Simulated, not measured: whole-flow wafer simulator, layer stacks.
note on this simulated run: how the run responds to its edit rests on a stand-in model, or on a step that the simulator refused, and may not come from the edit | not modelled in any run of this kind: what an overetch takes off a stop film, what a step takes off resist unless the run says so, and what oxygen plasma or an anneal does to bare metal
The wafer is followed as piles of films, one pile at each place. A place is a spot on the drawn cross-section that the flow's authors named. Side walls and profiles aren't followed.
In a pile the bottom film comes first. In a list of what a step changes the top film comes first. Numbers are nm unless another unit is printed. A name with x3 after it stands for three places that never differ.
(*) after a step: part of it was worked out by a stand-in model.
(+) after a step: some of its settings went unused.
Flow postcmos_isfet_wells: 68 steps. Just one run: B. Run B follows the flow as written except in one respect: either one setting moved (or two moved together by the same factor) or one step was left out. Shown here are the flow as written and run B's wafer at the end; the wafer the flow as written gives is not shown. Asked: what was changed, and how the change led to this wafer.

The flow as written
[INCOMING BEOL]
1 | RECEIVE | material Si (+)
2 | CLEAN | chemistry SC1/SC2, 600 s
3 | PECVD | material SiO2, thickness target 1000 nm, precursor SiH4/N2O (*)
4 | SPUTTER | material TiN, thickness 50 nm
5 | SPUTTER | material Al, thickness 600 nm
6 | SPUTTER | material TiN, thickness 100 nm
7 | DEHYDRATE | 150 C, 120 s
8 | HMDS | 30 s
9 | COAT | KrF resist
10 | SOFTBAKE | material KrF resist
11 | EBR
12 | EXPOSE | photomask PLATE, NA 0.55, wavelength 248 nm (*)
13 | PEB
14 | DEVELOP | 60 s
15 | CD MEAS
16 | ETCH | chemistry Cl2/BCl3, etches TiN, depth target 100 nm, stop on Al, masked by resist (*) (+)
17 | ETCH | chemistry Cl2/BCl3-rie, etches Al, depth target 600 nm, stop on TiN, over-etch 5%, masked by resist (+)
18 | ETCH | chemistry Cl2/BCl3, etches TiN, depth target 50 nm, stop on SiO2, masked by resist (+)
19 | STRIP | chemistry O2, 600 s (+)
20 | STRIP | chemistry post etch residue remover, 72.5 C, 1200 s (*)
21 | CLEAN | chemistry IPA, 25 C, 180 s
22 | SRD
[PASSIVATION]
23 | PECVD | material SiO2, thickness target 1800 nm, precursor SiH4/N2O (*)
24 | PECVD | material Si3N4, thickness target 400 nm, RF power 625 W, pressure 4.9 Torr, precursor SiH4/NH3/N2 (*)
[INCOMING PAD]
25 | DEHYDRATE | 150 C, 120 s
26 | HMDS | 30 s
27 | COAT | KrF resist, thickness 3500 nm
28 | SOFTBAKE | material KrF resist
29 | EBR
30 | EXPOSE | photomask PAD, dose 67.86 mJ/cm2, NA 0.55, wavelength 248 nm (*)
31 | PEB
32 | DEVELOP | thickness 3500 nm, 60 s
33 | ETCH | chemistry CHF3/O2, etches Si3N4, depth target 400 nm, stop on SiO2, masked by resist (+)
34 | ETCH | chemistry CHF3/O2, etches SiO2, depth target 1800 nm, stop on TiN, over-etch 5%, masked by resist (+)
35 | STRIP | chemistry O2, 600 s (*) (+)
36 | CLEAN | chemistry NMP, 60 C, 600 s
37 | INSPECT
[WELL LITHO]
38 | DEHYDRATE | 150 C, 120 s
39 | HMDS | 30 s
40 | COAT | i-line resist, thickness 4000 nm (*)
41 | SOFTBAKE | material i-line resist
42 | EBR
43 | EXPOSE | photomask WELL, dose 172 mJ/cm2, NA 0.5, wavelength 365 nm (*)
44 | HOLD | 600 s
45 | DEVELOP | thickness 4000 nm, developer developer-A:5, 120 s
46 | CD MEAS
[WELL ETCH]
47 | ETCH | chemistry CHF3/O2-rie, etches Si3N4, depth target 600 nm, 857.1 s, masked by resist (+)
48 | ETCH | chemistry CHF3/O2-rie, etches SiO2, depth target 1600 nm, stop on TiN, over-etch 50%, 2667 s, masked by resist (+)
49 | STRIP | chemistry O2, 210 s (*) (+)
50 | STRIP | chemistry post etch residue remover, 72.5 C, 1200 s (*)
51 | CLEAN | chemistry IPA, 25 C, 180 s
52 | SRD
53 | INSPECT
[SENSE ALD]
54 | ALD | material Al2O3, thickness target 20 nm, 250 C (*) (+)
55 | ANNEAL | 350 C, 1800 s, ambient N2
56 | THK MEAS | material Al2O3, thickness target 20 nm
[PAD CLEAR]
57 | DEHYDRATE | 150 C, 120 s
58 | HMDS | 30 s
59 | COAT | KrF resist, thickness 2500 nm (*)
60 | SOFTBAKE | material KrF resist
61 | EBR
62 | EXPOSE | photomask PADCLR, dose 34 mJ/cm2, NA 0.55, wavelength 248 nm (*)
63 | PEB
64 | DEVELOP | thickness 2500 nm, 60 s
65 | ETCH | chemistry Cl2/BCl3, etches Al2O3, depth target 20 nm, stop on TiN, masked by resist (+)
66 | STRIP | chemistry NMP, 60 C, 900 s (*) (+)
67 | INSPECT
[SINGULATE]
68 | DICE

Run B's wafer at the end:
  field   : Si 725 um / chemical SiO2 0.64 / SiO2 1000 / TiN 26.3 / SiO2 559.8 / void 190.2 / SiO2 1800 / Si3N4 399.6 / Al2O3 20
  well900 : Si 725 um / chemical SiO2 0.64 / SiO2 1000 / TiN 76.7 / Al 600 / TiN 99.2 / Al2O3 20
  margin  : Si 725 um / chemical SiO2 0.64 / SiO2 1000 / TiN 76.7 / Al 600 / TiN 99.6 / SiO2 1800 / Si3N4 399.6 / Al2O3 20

What caused this: step 4, SPUTTER: thickness 76.7 nm was run, while the flow as written has thickness 50 nm.
The wafer lets one read it off: well900 has TiN 76.7, and step 4 as written asks for 50 nm.

Step by step, how the change led to this:
  4 | SPUTTER | material TiN, thickness 50 nm
      field, margin, well900, well1300 x3, pad_rim, pad_clr, pad_open: +76.7 TiN (new film) (as written it would have been: +50 TiN (new film))
  18 | ETCH | chemistry Cl2/BCl3, etches TiN, depth target 50 nm, stop on SiO2, masked by resist (+)
      field: -50 TiN (as written it would have been: -50 TiN (all of it))
  23 | PECVD | material SiO2, thickness target 1800 nm, precursor SiH4/N2O (*)
      field: +1800 SiO2 (new film), +190.2 void (new film), +559.8 SiO2 (new film) (as written it would have been: +1800 SiO2 (new film), +189.9 void (new film), +559.7 SiO2)
If metal films that touch count as one body, field has 1 body; the flow as written gives 0 bodies.
